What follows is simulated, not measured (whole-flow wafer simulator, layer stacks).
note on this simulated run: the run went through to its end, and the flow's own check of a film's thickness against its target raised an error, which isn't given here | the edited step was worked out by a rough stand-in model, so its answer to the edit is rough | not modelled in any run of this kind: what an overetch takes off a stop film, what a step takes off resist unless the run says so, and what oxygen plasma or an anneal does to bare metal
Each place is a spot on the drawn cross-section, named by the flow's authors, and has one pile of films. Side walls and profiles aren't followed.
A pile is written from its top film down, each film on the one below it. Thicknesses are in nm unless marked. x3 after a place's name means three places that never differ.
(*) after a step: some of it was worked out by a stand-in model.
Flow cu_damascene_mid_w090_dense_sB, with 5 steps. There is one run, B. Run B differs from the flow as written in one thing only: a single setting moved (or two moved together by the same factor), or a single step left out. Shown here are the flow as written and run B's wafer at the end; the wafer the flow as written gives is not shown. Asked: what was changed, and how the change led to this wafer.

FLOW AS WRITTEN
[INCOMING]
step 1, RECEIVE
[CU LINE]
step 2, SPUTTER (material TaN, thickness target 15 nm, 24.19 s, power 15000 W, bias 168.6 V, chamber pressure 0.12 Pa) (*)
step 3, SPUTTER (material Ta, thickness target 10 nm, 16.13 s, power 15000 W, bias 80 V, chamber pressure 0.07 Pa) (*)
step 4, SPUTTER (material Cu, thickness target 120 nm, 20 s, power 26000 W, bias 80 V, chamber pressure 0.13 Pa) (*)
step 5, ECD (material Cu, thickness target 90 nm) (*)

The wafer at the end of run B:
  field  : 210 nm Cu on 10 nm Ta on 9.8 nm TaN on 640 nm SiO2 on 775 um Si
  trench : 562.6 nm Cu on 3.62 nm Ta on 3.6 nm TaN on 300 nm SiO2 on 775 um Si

Cause: step 2, SPUTTER: thickness target 9.8 nm was run, whereas the flow has thickness target 15 nm; step 2, SPUTTER: 15.72 s was run, where the flow has 24.19 s.
The wafer lets one read it off: field has TaN 9.8, and step 2 as written asks for 15 nm.

Step by step, how the change led to this:
  step 2, SPUTTER (material TaN, thickness target 15 nm, 24.19 s, power 15000 W, bias 168.6 V, chamber pressure 0.12 Pa) (*)
      field: +9.8 TaN (new film) (it would be, as written: +15 TaN (new film))
      trench: +3.6 TaN (new film) (it would be, as written: +5.51 TaN (new film))
